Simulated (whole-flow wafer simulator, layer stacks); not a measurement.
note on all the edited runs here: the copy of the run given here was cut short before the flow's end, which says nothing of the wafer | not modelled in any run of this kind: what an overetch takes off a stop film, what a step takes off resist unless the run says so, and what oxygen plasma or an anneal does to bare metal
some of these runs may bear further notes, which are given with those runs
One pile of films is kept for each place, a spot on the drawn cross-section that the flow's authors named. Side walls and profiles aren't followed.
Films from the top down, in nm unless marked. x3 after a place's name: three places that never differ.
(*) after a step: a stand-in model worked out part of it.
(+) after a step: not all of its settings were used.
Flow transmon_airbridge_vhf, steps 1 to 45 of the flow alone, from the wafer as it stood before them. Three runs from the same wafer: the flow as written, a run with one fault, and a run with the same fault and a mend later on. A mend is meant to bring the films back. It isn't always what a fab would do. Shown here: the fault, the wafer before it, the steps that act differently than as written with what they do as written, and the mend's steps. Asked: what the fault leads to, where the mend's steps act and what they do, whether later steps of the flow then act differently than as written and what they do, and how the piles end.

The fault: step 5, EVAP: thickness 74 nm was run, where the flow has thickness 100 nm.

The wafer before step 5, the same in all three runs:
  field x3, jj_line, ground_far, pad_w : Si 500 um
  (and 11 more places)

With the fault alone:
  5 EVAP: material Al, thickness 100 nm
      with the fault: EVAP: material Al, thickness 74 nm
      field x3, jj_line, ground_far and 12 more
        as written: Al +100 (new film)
        with the fault: Al +74 (new film)
  Later steps of the flow that act differently than as written (19 more steps differ only slightly, by at most 2% or 0.5 nm, whichever is larger, and aren't shown):
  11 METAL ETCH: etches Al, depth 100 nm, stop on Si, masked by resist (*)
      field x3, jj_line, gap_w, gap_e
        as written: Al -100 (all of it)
        with the fault: Al -74 (all of it)
  At the end the piles differ from the flow's by more than 2% or 0.5 nm, whichever is larger, at ground_far, pad_w, flank_w and 8 more.
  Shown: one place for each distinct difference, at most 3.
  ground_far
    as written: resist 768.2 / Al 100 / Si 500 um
    with the fault: resist 768.2 / Al 74 / Si 500 um
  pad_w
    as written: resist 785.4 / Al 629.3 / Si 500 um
    with the fault: resist 786.5 / Al 603.3 / Si 500 um
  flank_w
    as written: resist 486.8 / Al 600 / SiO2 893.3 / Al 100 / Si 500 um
    with the fault: resist 492 / Al 600 / SiO2 893.2 / Al 74 / Si 500 um

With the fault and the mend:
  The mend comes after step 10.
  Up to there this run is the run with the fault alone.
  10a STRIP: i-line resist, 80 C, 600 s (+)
      ground_far, pad_w, flank_w and 8 more
        i-line resist -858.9 (all of it)
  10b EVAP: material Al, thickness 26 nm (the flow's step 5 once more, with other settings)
      field x3, jj_line, ground_far and 12 more
        Al +26
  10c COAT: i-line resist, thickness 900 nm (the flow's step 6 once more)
      field x3, jj_line, ground_far and 12 more
        i-line resist +900 (new film)
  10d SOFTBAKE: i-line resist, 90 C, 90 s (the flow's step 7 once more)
      changes no film at any place that is followed
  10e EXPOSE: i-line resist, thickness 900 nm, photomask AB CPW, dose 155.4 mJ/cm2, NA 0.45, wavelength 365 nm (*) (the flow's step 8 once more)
      changes no film at any place that is followed
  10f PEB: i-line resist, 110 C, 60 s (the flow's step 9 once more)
      field x3, jj_line, ground_far and 12 more
        i-line resist -41
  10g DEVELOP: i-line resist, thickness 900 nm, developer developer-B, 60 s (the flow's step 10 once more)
      ground_far, pad_w, flank_w and 8 more
        i-line resist -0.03
      field x3, jj_line, gap_w, gap_e
        i-line resist -859 (all of it)
  No later step of the flow acts differently than as written at any place that is followed.
  At the end the piles are the same as the flow's at every place that both follow.
